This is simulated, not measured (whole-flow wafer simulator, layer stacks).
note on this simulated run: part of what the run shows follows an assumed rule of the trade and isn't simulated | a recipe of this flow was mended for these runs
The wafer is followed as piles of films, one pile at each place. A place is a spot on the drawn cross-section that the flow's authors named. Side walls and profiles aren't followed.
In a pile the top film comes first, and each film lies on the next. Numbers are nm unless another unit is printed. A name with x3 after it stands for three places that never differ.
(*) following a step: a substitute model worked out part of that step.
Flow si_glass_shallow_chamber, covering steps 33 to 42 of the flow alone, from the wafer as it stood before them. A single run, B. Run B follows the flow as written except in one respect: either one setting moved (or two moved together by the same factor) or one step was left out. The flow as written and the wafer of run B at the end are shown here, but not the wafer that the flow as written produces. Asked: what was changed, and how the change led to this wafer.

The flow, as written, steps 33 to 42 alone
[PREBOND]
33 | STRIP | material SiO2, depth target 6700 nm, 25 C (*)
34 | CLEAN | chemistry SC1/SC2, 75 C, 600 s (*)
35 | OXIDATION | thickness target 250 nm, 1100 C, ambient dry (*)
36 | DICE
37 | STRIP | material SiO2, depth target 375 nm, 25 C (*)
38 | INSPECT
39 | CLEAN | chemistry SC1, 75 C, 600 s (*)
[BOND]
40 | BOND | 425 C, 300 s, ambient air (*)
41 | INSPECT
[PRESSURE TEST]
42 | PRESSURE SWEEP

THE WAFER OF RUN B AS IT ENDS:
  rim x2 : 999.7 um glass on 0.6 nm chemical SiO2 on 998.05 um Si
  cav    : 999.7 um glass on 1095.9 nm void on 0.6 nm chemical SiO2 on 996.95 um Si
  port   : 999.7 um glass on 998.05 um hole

Cause: step 35, OXIDATION: thickness target 286 nm was run, though the flow has thickness target 250 nm.

The path from the change to this, step by step:
  35 | OXIDATION | thickness target 250 nm, 1100 C, ambient dry (*)
      rim x2, cav, septum, ring: SiO2 gains 286 (new film), chemical SiO2 loses 0.6 (all of it), Si loses 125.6 (as written it would have been: SiO2 gains 250 (new film), chemical SiO2 loses 0.6 (all of it), Si loses 109.7)
  37 | STRIP | material SiO2, depth target 375 nm, 25 C (*)
      rim x2, cav, septum, ring: SiO2 loses 286 (all of it) (as written it would have been: SiO2 loses 250 (all of it))
